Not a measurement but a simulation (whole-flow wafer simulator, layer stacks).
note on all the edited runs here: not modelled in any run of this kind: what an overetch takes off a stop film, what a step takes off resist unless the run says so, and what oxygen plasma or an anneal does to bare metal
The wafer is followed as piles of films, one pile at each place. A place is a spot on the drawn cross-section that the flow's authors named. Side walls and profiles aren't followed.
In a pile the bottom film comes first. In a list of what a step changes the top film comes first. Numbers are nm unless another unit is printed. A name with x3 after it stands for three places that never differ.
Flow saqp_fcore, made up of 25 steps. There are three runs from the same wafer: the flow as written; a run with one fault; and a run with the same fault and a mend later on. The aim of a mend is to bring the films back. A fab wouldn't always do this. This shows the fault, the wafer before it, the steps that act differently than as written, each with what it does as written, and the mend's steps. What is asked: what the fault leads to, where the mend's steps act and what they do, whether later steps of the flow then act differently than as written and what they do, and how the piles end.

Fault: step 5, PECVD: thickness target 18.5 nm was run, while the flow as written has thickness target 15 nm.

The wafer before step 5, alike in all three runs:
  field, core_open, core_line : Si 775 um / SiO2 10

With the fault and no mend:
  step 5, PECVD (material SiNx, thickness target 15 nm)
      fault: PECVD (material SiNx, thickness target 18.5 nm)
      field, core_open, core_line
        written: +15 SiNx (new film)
        fault: +18.5 SiNx (new film)
  None of the later steps of the flow acts differently than as written at any place that is followed.
  By the end, the piles at field, core_open, core_line depart from the flow's by more than 2% or 0.5 nm, whichever is larger.
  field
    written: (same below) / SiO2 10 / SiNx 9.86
    fault: (same below) / SiO2 10 / SiNx 13.4
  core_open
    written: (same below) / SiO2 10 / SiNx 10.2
    fault: (same below) / SiO2 10 / SiNx 13.7
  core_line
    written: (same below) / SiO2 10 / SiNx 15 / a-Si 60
    fault: (same below) / SiO2 10 / SiNx 18.5 / a-Si 60

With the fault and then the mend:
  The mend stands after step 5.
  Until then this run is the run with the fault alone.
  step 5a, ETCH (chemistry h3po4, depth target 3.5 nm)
      field, core_open, core_line
        -3.5 SiNx
  None of the later steps of the flow acts differently than as written at any place that is followed.
  At every place that both follow, the piles at the end match the flow's.
